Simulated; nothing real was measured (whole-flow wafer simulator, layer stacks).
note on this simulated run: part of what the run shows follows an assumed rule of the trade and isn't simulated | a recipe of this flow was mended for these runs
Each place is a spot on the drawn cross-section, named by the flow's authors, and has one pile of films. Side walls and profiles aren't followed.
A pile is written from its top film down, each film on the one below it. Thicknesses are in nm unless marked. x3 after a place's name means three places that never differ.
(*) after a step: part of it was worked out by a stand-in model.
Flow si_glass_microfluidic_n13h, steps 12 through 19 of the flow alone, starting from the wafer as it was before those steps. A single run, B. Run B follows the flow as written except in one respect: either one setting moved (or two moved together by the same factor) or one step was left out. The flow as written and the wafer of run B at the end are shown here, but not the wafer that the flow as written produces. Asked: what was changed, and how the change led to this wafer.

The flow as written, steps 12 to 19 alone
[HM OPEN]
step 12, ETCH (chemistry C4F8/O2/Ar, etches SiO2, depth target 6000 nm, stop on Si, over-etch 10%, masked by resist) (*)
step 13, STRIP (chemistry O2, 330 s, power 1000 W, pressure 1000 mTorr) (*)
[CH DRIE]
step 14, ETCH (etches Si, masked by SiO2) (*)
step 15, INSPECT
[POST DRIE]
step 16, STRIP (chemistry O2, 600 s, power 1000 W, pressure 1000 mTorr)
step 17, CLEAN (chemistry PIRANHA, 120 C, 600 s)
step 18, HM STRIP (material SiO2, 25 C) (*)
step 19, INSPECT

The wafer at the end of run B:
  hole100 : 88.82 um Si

Cause: step 12, ETCH: over-etch 12% was run, whereas the flow has over-etch 10%.

Step by step, how the change led to this:
  step 12, ETCH (chemistry C4F8/O2/Ar, etches SiO2, depth target 6000 nm, stop on Si, over-etch 10%, masked by resist) (*)
      hole100: -6000 SiO2 (all of it), -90 Si (it would be, as written: -6000 SiO2 (all of it), -75 Si)
